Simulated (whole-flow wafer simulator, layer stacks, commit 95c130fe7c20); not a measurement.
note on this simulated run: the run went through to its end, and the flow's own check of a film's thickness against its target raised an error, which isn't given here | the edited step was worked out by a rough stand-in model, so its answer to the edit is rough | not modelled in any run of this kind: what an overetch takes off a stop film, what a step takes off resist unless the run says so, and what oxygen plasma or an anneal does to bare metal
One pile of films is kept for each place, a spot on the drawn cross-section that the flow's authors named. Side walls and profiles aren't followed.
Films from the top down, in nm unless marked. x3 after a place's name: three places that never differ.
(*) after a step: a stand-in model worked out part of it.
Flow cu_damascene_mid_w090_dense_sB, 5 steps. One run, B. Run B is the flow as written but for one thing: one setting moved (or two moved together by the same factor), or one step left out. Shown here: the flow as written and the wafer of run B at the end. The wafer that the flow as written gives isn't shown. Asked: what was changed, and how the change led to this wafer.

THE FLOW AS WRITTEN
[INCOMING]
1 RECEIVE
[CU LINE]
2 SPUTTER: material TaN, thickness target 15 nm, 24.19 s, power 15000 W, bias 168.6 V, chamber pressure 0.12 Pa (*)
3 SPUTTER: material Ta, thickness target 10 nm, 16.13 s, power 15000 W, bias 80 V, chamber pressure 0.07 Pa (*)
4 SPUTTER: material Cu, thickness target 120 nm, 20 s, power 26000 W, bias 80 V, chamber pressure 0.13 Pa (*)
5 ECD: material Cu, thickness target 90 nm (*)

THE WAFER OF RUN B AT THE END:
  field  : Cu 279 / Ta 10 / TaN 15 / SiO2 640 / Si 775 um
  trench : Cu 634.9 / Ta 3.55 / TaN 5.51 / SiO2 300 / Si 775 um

The cause: step 4, SPUTTER: thickness target 189 nm was run, where the flow has thickness target 120 nm; step 4, SPUTTER: 31.5 s was run, where the flow has 20 s.

How the change led to this, step by step:
  4 SPUTTER: material Cu, thickness target 120 nm, 20 s, power 26000 W, bias 80 V, chamber pressure 0.13 Pa (*)
      field: Cu +189 (new film) (as written it would be: Cu +120 (new film))
      trench: Cu +69.8 (new film) (as written it would be: Cu +44.3 (new film))
  5 ECD: material Cu, thickness target 90 nm (*)
      trench: Cu +565.1 (as written it would be: Cu +521.6)
